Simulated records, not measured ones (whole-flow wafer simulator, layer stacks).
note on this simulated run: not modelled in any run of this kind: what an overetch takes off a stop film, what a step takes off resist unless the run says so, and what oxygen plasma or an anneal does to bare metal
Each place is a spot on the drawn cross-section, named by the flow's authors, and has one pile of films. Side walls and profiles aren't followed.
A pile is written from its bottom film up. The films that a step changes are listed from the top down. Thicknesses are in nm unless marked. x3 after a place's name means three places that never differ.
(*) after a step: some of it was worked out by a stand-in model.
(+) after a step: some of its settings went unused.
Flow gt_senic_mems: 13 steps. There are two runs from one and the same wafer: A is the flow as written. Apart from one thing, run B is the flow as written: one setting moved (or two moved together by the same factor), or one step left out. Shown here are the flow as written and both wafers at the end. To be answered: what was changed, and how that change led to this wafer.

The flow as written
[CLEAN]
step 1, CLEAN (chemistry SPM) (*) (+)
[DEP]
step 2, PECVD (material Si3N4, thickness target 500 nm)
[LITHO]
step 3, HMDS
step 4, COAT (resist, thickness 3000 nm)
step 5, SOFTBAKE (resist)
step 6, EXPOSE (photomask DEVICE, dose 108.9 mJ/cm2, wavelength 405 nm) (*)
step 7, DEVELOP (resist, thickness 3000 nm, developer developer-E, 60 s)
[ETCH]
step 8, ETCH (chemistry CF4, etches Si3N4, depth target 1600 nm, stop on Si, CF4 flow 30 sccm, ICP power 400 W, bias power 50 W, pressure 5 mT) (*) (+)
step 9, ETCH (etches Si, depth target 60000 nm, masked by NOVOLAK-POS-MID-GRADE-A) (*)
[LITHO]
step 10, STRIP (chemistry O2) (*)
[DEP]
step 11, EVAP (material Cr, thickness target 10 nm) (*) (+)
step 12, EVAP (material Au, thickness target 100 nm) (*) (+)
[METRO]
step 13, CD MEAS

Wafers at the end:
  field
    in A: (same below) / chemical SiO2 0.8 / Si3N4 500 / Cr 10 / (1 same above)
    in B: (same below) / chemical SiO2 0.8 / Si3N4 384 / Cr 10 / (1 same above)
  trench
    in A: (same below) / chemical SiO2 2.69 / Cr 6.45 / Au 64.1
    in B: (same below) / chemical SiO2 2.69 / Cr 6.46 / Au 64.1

Cause: step 2, PECVD: thickness target 384 nm was run, whereas the flow has thickness target 500 nm.
The wafer lets one read it off: field has Si3N4 384, and step 2 as written asks for 500 nm.

How this came from the change, step by step:
  step 2, PECVD (material Si3N4, thickness target 500 nm)
      field, trench: A +500 Si3N4 (new film) | B +384 Si3N4 (new film)
  step 8, ETCH (chemistry CF4, etches Si3N4, depth target 1600 nm, stop on Si, CF4 flow 30 sccm, ICP power 400 W, bias power 50 W, pressure 5 mT) (*) (+)
      field: A -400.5 resist | B -323.2 resist
      trench: A -500 Si3N4 (all of it), -0.8 chemical SiO2 (all of it) | B -384 Si3N4 (all of it), -0.8 chemical SiO2 (all of it)
  step 10, STRIP (chemistry O2) (*)
      field: A -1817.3 resist (all of it) | B -1894.6 resist (all of it)
